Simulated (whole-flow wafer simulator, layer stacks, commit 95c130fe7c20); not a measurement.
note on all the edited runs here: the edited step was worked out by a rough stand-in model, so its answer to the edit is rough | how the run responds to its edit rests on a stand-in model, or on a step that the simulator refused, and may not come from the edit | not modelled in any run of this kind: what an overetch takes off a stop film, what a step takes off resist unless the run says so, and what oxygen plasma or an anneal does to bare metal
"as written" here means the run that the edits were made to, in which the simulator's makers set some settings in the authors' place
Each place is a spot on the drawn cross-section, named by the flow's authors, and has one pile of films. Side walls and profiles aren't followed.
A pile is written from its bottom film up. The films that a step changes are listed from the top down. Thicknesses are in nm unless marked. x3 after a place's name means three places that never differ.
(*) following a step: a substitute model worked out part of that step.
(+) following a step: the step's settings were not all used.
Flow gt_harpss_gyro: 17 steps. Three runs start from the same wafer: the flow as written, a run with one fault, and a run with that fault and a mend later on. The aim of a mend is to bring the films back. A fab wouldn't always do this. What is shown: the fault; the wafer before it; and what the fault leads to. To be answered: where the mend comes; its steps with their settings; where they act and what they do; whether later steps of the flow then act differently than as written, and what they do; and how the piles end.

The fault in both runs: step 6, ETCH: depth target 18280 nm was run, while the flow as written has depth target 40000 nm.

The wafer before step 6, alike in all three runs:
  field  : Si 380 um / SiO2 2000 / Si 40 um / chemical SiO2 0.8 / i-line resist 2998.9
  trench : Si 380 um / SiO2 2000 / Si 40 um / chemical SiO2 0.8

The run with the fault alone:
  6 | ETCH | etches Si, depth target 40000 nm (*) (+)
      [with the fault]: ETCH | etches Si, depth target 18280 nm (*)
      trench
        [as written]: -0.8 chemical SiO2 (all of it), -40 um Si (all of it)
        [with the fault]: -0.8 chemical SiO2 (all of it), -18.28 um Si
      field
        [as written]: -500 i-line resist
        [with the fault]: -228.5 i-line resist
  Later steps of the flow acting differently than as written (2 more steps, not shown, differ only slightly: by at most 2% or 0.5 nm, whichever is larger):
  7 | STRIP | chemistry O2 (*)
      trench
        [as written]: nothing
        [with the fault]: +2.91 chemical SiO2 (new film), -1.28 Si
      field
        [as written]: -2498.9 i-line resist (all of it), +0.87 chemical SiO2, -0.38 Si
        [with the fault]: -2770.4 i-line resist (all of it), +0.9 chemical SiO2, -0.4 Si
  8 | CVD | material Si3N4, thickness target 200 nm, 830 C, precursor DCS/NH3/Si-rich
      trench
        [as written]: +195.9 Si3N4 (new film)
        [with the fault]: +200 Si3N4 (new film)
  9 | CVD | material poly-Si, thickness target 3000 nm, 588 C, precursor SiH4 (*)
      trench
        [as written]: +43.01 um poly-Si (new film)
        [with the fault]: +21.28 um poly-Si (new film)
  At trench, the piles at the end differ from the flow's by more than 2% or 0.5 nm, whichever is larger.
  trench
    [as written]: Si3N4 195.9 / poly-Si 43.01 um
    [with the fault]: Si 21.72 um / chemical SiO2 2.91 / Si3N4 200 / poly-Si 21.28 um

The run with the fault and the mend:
  The mend follows step 6.
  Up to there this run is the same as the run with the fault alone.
  6a | ETCH | etches Si, depth target 21720 nm (*) (+) (the flow's step 6, run once more with other settings)
      field
        -271.5 i-line resist
      trench
        -21.72 um Si (all of it)
  Every later step of the flow that is run acts as written at every place that is followed.
  At every place that both follow, the piles at the end match the flow's.
